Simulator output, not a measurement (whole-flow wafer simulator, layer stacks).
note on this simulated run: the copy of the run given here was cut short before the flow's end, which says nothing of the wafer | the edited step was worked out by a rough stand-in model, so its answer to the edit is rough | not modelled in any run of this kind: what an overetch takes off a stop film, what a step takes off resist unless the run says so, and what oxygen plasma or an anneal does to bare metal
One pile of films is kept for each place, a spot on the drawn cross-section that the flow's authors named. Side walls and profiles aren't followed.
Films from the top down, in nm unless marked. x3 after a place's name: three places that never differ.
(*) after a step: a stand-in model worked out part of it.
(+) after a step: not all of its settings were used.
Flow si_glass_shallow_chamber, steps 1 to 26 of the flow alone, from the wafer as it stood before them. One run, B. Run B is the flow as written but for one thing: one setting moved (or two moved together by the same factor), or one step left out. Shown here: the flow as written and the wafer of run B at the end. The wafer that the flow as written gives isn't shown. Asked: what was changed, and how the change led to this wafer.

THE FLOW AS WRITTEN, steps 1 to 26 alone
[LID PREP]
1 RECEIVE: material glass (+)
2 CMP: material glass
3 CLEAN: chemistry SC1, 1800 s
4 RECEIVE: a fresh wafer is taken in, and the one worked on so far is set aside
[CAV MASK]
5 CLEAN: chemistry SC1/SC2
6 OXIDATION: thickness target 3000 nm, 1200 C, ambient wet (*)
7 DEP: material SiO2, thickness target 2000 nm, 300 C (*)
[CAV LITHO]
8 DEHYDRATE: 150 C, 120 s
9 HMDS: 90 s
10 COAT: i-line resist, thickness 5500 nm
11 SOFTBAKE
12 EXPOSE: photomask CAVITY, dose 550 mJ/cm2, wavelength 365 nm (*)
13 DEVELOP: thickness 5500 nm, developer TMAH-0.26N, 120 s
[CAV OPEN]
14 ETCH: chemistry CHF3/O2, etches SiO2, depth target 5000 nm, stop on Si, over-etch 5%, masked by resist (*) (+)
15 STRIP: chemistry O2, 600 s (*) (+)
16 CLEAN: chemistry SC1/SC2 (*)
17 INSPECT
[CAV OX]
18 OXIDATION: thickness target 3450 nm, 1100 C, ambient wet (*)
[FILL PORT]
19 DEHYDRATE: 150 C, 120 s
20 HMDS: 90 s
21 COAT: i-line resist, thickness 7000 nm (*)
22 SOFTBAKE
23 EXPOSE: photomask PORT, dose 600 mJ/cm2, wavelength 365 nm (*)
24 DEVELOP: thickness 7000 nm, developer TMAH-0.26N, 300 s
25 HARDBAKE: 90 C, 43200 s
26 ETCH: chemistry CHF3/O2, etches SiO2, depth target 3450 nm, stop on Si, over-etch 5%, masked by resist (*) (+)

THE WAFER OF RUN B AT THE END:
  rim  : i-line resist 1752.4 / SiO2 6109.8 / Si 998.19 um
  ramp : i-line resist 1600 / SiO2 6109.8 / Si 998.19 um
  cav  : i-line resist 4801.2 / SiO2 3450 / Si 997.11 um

The cause: step 26, ETCH: over-etch 3.38% was run, where the flow has over-etch 5%.

How the change led to this, step by step:
  26 ETCH: chemistry CHF3/O2, etches SiO2, depth target 3450 nm, stop on Si, over-etch 5%, masked by resist (*) (+)
      port: SiO2 -3450 (all of it), Si -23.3 (as written it would be: SiO2 -3450 (all of it), Si -34.5)
